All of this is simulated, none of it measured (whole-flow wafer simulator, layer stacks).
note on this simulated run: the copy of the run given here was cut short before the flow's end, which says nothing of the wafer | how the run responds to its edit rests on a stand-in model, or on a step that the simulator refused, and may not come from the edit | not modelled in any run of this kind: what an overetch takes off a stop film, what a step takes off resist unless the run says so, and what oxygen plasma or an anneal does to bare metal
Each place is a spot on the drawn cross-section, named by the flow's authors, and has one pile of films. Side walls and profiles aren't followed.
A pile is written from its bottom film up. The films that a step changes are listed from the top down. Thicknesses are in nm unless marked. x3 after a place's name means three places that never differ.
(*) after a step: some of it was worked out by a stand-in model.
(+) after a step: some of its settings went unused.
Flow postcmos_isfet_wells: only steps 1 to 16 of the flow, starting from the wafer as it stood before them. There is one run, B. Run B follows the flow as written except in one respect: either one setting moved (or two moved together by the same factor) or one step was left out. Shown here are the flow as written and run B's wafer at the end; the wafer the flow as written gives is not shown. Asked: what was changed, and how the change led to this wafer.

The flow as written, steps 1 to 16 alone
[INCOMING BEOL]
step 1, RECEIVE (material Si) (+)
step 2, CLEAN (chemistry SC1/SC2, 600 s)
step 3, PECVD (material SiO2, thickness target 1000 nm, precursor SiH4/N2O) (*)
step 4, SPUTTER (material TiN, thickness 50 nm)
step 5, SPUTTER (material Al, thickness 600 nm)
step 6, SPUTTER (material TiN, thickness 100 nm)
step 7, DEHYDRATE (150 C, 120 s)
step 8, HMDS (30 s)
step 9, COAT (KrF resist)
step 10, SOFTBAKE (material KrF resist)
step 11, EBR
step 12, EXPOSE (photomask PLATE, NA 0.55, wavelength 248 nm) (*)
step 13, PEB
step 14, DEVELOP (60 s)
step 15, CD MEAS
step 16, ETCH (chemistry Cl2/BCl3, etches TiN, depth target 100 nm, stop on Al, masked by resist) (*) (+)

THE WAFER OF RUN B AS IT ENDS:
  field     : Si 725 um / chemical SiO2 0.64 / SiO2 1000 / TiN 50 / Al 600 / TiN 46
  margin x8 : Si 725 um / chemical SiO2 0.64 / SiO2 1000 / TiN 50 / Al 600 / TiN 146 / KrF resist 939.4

Cause: step 6, SPUTTER: thickness 146 nm was run, though the flow has thickness 100 nm.
The wafer lets one read it off: margin x8 has TiN 146, and step 6 as written asks for 100 nm.

Step by step, how the change led to this:
  step 6, SPUTTER (material TiN, thickness 100 nm)
      field, margin x8: TiN gains 146 (new film) (as written it would have been: TiN gains 100 (new film))
  step 16, ETCH (chemistry Cl2/BCl3, etches TiN, depth target 100 nm, stop on Al, masked by resist) (*) (+)
      field: TiN loses 100 (as written it would have been: TiN loses 100 (all of it))
